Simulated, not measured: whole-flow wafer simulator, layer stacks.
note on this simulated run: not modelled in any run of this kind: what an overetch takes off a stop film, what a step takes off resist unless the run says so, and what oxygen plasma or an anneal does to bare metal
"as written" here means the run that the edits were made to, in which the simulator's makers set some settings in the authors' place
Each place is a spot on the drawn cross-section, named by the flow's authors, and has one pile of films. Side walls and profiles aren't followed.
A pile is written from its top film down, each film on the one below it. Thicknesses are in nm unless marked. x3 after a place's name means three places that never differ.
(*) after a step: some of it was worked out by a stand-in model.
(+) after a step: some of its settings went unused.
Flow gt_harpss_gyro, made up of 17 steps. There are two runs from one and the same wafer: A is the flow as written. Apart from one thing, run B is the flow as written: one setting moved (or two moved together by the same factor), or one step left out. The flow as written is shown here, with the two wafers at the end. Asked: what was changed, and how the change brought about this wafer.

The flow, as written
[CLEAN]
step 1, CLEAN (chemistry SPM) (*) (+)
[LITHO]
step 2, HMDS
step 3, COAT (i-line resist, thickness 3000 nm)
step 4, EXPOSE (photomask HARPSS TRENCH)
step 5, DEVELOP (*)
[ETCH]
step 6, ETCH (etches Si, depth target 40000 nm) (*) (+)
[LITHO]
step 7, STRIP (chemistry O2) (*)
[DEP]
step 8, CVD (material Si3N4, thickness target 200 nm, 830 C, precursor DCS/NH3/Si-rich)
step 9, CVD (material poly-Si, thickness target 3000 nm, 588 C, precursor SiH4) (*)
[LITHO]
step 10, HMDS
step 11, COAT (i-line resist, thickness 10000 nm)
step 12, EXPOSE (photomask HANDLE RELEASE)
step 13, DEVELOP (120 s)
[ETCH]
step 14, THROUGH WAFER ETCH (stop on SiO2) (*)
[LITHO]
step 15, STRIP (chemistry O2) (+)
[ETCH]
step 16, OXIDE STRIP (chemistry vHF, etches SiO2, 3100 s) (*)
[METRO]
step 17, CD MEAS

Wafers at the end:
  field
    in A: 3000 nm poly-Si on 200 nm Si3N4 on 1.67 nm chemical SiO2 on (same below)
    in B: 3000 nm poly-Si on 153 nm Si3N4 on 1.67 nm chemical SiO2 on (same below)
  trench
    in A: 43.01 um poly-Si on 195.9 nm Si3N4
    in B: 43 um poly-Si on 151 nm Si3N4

Cause: step 8, CVD: 801 C was run, whereas the flow has 830 C.

Step by step, how the change led to this:
  step 8, CVD (material Si3N4, thickness target 200 nm, 830 C, precursor DCS/NH3/Si-rich)
      field: A Si3N4 gains 200 (new film) | B Si3N4 gains 153 (new film)
      trench: A Si3N4 gains 195.9 (new film) | B Si3N4 gains 151 (new film)
  step 9, CVD (material poly-Si, thickness target 3000 nm, 588 C, precursor SiH4) (*)
      trench: A poly-Si gains 43.01 um (new film) | B poly-Si gains 43 um (new film)
